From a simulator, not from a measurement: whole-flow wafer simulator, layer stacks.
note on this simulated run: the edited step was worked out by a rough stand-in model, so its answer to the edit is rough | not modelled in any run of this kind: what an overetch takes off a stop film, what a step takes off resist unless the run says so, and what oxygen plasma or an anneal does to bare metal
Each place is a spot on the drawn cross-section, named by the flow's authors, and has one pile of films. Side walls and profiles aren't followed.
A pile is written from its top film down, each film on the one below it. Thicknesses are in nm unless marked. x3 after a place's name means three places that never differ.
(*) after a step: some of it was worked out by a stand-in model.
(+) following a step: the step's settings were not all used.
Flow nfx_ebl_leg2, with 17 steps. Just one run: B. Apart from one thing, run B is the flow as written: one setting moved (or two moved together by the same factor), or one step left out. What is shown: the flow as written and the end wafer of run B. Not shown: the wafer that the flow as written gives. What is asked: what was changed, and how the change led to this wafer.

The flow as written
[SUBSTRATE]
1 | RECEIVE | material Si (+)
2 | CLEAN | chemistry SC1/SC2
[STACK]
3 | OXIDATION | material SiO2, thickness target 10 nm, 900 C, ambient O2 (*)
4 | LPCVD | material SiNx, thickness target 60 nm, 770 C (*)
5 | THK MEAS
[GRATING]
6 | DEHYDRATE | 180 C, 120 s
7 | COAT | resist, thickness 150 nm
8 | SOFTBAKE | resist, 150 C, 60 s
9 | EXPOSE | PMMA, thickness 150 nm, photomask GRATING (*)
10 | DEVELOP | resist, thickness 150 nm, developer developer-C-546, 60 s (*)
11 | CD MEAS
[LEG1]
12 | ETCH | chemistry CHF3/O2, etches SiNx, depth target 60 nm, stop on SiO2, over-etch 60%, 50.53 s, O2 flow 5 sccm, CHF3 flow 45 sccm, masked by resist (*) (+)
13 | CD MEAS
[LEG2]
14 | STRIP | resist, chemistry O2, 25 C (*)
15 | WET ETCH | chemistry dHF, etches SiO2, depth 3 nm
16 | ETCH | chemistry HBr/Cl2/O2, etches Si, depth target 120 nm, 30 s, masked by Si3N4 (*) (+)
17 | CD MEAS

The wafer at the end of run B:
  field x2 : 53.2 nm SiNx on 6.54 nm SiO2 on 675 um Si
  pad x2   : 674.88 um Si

The reason: step 3, OXIDATION: 855 C was run, though the flow has 900 C.

How this came from the change, step by step:
  3 | OXIDATION | material SiO2, thickness target 10 nm, 900 C, ambient O2 (*)
      field x2, pad x2: +6.54 SiO2 (new film), -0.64 chemical SiO2 (all of it), -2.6 Si (in the flow as written it would be: +10 SiO2 (new film), -0.64 chemical SiO2 (all of it), -4.12 Si)
  12 | ETCH | chemistry CHF3/O2, etches SiNx, depth target 60 nm, stop on SiO2, over-etch 60%, 50.53 s, O2 flow 5 sccm, CHF3 flow 45 sccm, masked by resist (*) (+)
      pad x2: -60 SiNx (all of it), -6.54 SiO2 (all of it) (in the flow as written it would be: -60 SiNx (all of it), -10 SiO2 (all of it))
